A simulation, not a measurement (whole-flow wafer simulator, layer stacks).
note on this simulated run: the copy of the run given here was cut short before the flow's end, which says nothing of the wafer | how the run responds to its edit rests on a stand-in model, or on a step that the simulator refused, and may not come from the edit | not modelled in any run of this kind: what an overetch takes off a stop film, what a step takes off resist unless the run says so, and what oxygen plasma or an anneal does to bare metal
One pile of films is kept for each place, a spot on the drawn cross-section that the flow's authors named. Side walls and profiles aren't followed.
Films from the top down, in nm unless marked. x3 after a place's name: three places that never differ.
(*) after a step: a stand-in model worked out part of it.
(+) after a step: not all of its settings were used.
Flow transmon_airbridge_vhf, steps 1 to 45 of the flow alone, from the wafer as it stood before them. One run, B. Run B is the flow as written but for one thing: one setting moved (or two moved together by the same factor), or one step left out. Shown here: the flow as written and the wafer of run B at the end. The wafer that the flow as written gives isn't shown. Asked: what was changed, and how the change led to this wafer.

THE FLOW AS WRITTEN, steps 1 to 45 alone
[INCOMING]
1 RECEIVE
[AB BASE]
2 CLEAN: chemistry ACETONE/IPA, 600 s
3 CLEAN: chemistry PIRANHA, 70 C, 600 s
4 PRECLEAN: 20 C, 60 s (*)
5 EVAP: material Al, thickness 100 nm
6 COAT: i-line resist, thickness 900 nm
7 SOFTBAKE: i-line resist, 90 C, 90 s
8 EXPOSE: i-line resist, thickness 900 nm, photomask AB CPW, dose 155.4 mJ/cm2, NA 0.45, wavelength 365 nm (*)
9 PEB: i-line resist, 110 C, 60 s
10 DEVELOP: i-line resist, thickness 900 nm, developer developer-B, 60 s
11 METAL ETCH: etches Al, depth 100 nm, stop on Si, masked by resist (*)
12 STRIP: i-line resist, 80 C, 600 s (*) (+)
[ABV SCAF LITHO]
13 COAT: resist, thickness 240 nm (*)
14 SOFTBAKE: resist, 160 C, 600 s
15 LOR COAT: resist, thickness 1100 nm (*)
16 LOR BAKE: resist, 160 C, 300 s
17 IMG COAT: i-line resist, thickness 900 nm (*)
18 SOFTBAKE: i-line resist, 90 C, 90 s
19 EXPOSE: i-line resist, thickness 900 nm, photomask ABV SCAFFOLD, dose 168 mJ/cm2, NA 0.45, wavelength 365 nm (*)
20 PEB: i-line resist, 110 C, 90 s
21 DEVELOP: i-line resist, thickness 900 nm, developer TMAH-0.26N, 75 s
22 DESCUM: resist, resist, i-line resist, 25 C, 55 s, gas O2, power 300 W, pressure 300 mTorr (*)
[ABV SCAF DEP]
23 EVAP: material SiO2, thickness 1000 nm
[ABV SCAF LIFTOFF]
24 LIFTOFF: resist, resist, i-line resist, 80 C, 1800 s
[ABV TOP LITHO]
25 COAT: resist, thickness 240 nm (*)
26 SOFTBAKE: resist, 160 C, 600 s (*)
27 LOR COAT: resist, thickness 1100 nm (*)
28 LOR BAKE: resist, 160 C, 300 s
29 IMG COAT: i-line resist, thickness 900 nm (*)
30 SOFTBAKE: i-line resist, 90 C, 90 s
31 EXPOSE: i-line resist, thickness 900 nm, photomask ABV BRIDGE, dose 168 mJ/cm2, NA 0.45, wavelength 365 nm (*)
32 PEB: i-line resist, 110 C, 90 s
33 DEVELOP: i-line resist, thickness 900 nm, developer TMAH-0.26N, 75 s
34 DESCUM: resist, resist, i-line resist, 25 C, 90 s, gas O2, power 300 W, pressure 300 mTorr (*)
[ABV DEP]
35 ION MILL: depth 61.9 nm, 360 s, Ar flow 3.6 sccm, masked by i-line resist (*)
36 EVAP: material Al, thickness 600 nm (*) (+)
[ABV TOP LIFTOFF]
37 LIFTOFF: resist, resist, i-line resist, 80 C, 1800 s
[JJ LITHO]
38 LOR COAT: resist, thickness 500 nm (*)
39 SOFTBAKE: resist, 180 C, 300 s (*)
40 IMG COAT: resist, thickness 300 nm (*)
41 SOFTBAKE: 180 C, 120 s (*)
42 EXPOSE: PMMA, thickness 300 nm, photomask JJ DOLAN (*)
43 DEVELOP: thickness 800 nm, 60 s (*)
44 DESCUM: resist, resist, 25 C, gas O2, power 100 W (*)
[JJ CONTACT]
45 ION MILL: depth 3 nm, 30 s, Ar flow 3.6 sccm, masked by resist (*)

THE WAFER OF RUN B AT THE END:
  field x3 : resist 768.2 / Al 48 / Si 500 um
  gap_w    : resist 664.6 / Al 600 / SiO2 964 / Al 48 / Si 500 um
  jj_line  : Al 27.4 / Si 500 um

The cause: step 5, EVAP: thickness 148 nm was run, where the flow has thickness 100 nm.

How the change led to this, step by step:
  5 EVAP: material Al, thickness 100 nm
      field x3, jj_line, ground_far and 12 more: Al +148 (new film) (as written it would be: Al +100 (new film))
  11 METAL ETCH: etches Al, depth 100 nm, stop on Si, masked by resist (*)
      field x3, jj_line, gap_w, gap_e: Al -100 (as written it would be: Al -100 (all of it))
  45 ION MILL: depth 3 nm, 30 s, Ar flow 3.6 sccm, masked by resist (*)
      jj_line: Al -20.6 (as written it would be: Si -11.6)
Counting metal films that touch as one body, field x3 has 1 body; the flow as written gives 0 bodies.
Counting metal films that touch as one body, gap_w has 2 bodies (between them, from the top down: SiO2 964); the flow as written gives 1 body.
Counting metal films that touch as one body, jj_line has 1 body; the flow as written gives 0 bodies.
